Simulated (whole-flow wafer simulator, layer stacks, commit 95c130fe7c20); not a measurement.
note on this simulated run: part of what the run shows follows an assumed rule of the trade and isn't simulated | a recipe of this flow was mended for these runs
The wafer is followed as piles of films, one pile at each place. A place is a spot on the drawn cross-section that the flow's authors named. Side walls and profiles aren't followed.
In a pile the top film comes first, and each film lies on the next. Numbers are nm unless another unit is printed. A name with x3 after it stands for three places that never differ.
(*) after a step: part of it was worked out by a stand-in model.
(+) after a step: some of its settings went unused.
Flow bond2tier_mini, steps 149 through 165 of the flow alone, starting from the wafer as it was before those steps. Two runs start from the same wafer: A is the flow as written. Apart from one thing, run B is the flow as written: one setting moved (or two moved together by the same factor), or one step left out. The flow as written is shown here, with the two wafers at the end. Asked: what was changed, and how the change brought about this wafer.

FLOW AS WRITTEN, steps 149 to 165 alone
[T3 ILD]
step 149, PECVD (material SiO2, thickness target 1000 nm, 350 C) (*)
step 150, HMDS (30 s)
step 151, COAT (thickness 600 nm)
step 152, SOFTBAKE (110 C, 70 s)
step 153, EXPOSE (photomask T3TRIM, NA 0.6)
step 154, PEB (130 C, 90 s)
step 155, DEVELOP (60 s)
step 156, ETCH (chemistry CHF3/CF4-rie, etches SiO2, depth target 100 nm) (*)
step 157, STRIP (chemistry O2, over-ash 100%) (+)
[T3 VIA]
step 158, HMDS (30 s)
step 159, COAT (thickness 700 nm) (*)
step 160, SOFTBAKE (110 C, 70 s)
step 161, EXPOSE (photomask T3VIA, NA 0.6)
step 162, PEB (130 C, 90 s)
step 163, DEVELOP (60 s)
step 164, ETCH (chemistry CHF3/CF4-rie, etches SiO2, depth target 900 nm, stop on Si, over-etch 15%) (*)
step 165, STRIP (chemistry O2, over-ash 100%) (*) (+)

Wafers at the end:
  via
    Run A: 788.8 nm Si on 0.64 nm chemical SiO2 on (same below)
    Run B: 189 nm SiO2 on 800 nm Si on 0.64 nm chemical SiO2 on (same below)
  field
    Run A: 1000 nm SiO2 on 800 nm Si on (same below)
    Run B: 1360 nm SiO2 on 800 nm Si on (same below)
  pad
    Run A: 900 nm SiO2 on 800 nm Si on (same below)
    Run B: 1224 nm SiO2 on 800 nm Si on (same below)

Cause: step 149, PECVD: thickness target 1360 nm was run, while the flow as written has thickness target 1000 nm; step 156, ETCH: depth target 136 nm was run, where the flow has depth target 100 nm.
One can read it off the wafer: field has SiO2 1360, and step 149 as written asks for 1000 nm.

The path from the change to this, step by step:
  step 149, PECVD (material SiO2, thickness target 1000 nm, 350 C) (*)
      field, pad, via: A SiO2 gains 1000 (new film) | B SiO2 gains 1360 (new film)
  step 156, ETCH (chemistry CHF3/CF4-rie, etches SiO2, depth target 100 nm) (*)
      pad, via: A SiO2 loses 100 | B SiO2 loses 136
      field: A thick-KrF-resist loses 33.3 | B thick-KrF-resist loses 45.3
  step 157, STRIP (chemistry O2, over-ash 100%) (+)
      field: A thick-KrF-resist loses 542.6 (all of it) | B thick-KrF-resist loses 530.6 (all of it)
  step 159, COAT (thickness 700 nm) (*)
      field: A thick-KrF-resist gains 656.8 (new film) | B thick-KrF-resist gains 641.4 (new film)
      pad: A thick-KrF-resist gains 744.9 (new film) | B thick-KrF-resist gains 760.9 (new film)
  step 164, ETCH (chemistry CHF3/CF4-rie, etches SiO2, depth target 900 nm, stop on Si, over-etch 15%) (*)
      via: A SiO2 loses 900 (all of it), Si loses 11.2 | B SiO2 loses 1035
  step 165, STRIP (chemistry O2, over-ash 100%) (*) (+)
      field: A thick-KrF-resist loses 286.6 (all of it) | B thick-KrF-resist loses 271.5 (all of it)
      pad: A thick-KrF-resist loses 372.9 (all of it) | B thick-KrF-resist loses 388.7 (all of it)
